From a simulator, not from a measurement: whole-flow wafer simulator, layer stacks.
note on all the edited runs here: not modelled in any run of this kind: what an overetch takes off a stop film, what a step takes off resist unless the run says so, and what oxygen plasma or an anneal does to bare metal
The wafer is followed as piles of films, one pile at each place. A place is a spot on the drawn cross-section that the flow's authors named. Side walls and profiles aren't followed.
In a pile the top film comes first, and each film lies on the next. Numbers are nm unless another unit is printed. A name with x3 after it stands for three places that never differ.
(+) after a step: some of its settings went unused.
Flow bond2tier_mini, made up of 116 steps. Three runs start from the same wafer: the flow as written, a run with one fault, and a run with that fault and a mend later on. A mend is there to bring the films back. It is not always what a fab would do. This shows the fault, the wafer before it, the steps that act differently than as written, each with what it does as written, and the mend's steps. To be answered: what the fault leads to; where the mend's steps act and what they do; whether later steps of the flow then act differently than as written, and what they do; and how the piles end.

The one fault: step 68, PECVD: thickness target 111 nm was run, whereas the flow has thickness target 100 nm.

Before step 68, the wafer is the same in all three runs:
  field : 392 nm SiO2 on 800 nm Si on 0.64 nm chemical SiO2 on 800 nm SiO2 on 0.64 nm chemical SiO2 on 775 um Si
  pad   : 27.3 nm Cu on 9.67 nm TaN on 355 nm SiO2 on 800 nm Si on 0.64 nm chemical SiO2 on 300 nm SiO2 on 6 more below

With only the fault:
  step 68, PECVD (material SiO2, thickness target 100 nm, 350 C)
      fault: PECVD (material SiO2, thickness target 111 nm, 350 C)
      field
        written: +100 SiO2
        fault: +111 SiO2
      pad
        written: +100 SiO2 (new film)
        fault: +111 SiO2 (new film)
  Later steps of the flow acting differently than as written:
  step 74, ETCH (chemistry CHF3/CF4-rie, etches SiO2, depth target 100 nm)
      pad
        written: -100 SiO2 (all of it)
        fault: -100 SiO2
  By the end, the piles at pad depart from the flow's by more than 2% or 0.5 nm, whichever is larger.
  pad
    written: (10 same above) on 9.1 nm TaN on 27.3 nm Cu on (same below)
    fault: (10 same above) on 9.1 nm TaN on 11 nm SiO2 on 27.3 nm Cu on (same below)

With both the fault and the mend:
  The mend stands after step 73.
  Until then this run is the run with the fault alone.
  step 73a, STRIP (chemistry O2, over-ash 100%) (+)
      field
        -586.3 KrF resist (all of it)
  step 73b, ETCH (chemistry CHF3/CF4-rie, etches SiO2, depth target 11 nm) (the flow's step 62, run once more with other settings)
      field, pad
        -11 SiO2
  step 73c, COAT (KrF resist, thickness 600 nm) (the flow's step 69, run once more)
      field, pad
        +600 KrF resist (new film)
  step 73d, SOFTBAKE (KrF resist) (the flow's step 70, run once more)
      does not change any film at any place that is followed
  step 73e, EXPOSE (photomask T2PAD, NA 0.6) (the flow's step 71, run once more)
      does not change any film at any place that is followed
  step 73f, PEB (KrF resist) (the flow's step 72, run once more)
      does not change any film at any place that is followed
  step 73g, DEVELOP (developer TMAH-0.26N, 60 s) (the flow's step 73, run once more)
      field
        -13.7 KrF resist
      pad
        -600 KrF resist (all of it)
  None of the later steps of the flow acts differently than as written at any place that is followed.
  The piles end the same as the flow's at every place that both follow.
